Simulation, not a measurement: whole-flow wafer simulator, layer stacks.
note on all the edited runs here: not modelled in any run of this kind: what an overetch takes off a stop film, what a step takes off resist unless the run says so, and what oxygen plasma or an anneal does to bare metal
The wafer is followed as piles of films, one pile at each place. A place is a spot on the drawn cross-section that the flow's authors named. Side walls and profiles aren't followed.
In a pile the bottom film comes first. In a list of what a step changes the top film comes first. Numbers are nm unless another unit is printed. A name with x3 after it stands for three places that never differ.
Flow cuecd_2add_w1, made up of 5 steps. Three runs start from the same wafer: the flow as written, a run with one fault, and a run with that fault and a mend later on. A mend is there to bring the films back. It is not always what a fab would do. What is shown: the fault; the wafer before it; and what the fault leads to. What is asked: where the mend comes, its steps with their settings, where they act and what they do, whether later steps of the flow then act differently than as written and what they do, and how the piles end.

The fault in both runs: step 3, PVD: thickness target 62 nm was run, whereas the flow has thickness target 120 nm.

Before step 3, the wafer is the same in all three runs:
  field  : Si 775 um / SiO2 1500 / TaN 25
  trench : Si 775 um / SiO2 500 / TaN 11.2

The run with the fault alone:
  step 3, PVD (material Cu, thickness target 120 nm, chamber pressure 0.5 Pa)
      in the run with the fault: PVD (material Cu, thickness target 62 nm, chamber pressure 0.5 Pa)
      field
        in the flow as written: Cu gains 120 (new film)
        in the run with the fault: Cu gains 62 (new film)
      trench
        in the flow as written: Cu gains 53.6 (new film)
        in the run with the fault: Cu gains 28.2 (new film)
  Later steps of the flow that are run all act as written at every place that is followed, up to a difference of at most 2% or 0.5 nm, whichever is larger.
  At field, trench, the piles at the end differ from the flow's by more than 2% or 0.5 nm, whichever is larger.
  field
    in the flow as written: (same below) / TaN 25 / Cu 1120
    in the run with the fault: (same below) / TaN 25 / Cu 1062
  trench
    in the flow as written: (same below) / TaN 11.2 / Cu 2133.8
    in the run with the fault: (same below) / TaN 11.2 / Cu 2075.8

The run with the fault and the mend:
  The mend stands after step 3.
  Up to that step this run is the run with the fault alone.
  step 3a, PVD (material Cu, thickness target 58 nm, chamber pressure 0.5 Pa) (the flow's step 3, run once more with other settings)
      field
        Cu gains 58
      trench
        Cu gains 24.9
  Later steps of the flow that are run all act as written at every place that is followed, up to a difference of at most 2% or 0.5 nm, whichever is larger.
  The piles end the same as the flow's at every place that both follow.
